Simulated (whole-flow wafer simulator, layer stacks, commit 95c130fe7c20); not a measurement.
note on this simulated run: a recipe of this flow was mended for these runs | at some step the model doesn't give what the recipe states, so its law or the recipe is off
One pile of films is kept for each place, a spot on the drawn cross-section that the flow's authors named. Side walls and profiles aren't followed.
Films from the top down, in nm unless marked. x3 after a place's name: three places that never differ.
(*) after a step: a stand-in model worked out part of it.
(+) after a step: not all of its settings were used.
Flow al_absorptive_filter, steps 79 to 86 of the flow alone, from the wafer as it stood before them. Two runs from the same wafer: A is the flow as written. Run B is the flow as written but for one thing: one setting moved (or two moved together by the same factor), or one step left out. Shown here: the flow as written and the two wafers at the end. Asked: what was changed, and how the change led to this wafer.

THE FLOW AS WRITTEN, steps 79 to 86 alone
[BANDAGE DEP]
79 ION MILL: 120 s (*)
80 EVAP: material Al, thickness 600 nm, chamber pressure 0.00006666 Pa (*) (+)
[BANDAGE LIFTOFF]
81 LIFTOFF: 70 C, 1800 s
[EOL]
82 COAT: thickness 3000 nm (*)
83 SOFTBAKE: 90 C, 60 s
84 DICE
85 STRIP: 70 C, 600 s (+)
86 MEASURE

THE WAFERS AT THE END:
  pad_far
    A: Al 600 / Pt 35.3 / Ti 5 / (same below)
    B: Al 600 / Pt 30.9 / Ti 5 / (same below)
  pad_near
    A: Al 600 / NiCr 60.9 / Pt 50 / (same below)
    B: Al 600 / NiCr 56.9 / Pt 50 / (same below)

The cause: step 79, ION MILL: 156 s was run, where the flow has 120 s.

How the change led to this, step by step:
  79 ION MILL: 120 s (*)
      gnd, ledge, res and 9 more: A i-line-resist -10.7 | B i-line-resist -13.9
      pad_far: A Pt -14.7 | B Pt -19.1
      (and at 1 more place)
